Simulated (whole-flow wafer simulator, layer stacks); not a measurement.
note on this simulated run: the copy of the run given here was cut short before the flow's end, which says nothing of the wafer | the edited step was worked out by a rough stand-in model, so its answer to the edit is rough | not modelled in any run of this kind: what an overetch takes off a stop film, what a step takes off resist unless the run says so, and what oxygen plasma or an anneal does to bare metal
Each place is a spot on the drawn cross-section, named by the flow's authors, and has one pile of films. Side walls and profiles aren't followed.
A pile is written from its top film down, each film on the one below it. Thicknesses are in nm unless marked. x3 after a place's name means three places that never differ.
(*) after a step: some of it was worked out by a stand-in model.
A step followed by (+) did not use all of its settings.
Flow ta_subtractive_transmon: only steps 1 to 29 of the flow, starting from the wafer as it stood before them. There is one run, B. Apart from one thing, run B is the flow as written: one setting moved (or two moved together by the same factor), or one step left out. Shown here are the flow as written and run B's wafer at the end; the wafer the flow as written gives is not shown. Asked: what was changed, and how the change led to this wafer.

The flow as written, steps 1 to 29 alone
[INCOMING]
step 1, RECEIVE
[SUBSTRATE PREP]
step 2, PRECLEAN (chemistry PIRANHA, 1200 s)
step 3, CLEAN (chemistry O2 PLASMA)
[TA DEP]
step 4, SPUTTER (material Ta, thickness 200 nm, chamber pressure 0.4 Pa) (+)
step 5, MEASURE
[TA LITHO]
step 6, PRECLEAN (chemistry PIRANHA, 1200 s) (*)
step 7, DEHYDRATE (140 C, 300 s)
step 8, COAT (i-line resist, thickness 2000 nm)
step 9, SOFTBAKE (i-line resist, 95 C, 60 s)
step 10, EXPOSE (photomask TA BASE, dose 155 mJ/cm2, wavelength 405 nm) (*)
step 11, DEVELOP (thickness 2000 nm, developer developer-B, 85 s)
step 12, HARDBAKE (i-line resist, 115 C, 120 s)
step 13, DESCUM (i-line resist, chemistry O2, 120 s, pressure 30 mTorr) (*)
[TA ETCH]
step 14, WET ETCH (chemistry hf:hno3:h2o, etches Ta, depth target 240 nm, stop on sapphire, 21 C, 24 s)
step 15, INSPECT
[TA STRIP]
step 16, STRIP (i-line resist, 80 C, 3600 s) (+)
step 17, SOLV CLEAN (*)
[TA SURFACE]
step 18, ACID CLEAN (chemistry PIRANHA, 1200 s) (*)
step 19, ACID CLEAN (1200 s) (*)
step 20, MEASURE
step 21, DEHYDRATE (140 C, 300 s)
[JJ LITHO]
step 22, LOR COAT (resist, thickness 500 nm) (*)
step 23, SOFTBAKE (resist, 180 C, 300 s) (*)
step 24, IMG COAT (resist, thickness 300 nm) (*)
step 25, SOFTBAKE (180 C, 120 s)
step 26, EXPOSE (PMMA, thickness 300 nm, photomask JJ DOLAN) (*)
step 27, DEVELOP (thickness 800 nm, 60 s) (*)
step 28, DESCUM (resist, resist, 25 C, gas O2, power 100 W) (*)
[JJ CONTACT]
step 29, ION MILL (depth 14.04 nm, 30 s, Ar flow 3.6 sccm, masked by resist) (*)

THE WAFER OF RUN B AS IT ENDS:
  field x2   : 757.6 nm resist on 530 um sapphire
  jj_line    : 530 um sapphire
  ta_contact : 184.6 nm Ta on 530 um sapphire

The reason: step 29, ION MILL: 48 s was run, while the flow as written has 30 s.

How this came from the change, step by step:
  step 29, ION MILL (depth 14.04 nm, 30 s, Ar flow 3.6 sccm, masked by resist) (*)
      field x2, ta_pad: resist loses 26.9 (as written it would have been: resist loses 16.8)
      jj_line, lead: sapphire loses 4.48 (as written it would have been: sapphire loses 2.8)
      (and at 1 other place as well)
